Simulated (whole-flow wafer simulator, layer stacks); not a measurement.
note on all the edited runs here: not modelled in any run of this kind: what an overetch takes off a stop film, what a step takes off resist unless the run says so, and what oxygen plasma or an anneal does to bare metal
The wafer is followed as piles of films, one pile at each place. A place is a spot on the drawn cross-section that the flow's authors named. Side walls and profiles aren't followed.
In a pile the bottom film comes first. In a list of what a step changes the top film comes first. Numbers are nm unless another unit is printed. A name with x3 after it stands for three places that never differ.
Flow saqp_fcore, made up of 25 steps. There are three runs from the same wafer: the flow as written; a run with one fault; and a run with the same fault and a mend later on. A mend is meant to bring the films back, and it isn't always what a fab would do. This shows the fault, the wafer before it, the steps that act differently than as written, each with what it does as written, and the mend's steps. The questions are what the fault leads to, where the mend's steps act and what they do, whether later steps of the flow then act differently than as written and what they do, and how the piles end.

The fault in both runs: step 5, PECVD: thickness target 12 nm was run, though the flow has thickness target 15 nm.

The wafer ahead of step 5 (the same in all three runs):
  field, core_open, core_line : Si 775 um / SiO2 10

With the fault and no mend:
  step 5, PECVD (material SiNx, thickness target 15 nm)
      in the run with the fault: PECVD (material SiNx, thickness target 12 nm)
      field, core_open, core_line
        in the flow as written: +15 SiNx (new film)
        in the run with the fault: +12 SiNx (new film)
  Every later step of the flow that is run acts as written at every place that is followed.
  By the end, the piles at field, core_open, core_line depart from the flow's by more than 2% or 0.5 nm, whichever is larger.
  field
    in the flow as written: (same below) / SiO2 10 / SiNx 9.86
    in the run with the fault: (same below) / SiO2 10 / SiNx 6.86
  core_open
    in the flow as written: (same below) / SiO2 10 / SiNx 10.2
    in the run with the fault: (same below) / SiO2 10 / SiNx 7.18
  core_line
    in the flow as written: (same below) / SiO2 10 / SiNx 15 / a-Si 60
    in the run with the fault: (same below) / SiO2 10 / SiNx 12 / a-Si 60

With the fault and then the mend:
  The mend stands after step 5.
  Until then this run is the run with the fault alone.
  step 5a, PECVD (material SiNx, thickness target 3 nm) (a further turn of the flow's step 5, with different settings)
      field, core_open, core_line
        +3 SiNx
  Every later step of the flow that is run acts as written at every place that is followed.
  At every place that both follow, the piles at the end match the flow's.
